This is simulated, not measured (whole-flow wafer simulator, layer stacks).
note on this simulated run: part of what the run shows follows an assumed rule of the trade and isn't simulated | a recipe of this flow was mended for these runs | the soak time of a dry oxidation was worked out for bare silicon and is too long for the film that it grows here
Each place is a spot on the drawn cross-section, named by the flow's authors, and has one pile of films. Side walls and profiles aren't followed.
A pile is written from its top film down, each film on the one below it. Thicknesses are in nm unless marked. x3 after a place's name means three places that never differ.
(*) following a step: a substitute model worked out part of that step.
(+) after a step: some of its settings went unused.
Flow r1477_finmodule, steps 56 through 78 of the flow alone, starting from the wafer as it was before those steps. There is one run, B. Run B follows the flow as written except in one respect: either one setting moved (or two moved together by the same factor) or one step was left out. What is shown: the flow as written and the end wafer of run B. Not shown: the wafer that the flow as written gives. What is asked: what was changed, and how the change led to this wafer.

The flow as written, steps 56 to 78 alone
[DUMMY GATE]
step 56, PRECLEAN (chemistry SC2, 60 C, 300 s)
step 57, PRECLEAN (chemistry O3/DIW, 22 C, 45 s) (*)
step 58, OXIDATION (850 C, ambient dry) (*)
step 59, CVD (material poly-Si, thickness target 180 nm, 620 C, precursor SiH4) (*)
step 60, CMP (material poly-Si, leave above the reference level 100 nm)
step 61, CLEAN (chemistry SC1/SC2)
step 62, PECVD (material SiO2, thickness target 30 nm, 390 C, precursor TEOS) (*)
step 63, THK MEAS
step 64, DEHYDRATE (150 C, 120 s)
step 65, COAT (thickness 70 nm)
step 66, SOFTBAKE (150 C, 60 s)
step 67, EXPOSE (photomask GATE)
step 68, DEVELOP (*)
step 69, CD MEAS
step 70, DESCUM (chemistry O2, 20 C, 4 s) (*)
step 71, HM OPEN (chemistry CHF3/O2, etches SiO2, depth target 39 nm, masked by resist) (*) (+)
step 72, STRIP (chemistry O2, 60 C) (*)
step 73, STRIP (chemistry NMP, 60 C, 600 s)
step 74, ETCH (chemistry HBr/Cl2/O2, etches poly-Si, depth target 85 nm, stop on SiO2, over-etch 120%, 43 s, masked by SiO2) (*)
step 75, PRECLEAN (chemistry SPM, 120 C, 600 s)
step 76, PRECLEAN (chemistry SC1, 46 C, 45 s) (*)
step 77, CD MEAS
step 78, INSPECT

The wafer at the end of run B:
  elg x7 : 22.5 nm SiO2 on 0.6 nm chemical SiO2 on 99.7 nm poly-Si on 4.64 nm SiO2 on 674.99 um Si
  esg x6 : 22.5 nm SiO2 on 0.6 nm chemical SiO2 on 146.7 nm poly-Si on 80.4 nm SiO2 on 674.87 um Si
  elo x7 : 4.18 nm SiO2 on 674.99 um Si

What caused this: step 58, OXIDATION: 885 C was run, though the flow has 850 C.

Step by step, how the change led to this:
  step 58, OXIDATION (850 C, ambient dry) (*)
      elg x7, elo x7: SiO2 gains 4.64 (new film), chemical SiO2 loses 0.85 (all of it), Si loses 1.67 (it would be, as written: SiO2 gains 3 (new film), chemical SiO2 loses 0.85 (all of it), Si loses 0.95)
  step 60, CMP (material poly-Si, leave above the reference level 100 nm)
      pad, padg: poly-Si loses 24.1 (it would be, as written: poly-Si loses 24.8)
